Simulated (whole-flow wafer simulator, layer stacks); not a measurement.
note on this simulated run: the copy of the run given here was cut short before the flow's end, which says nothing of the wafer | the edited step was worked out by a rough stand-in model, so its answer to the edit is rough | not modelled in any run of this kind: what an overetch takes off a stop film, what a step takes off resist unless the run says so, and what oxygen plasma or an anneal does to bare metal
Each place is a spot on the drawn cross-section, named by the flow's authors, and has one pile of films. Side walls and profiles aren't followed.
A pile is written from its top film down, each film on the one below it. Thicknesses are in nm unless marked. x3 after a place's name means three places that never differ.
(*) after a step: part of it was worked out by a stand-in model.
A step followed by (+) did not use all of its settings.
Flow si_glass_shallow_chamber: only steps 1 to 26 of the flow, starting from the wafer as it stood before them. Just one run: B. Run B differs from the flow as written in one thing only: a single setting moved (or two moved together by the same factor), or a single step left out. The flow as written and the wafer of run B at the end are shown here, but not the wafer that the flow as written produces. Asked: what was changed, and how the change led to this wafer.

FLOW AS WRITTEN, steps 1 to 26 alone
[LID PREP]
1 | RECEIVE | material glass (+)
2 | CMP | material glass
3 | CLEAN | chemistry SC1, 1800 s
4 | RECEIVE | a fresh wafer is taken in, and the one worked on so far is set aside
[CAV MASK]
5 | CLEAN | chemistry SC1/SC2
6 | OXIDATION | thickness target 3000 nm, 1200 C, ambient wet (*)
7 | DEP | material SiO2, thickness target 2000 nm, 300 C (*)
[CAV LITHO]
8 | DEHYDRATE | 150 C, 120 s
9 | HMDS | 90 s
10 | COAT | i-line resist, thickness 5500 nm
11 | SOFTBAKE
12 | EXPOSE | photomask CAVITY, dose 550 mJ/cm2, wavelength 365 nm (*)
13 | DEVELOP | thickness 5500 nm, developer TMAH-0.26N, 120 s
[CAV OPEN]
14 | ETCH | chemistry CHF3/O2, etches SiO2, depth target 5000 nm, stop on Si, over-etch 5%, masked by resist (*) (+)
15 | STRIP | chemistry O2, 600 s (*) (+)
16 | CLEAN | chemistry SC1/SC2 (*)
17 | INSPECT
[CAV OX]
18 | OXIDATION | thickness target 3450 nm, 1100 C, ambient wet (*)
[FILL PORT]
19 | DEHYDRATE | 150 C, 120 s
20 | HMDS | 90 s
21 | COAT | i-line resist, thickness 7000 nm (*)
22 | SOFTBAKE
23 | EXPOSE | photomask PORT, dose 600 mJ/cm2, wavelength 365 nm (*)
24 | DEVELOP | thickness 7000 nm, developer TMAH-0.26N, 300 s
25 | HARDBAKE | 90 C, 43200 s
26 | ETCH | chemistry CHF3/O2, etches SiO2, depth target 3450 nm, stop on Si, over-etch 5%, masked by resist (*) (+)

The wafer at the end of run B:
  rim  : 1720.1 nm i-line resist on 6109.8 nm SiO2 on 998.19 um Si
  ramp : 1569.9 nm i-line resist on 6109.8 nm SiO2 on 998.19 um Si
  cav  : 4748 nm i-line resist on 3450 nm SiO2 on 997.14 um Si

The reason: step 14, ETCH: over-etch 2.13% was run, while the flow as written has over-etch 5%.

How this came from the change, step by step:
  14 | ETCH | chemistry CHF3/O2, etches SiO2, depth target 5000 nm, stop on Si, over-etch 5%, masked by resist (*) (+)
      rim, ramp, septum, ring: -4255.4 i-line resist (it would be, as written: -4375 i-line resist)
      cav, port: -5000 SiO2 (all of it), -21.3 Si (it would be, as written: -5000 SiO2 (all of it), -50 Si)
  15 | STRIP | chemistry O2, 600 s (*) (+)
      rim, ramp, septum, ring: -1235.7 i-line resist (all of it) (it would be, as written: -1116.2 i-line resist (all of it))
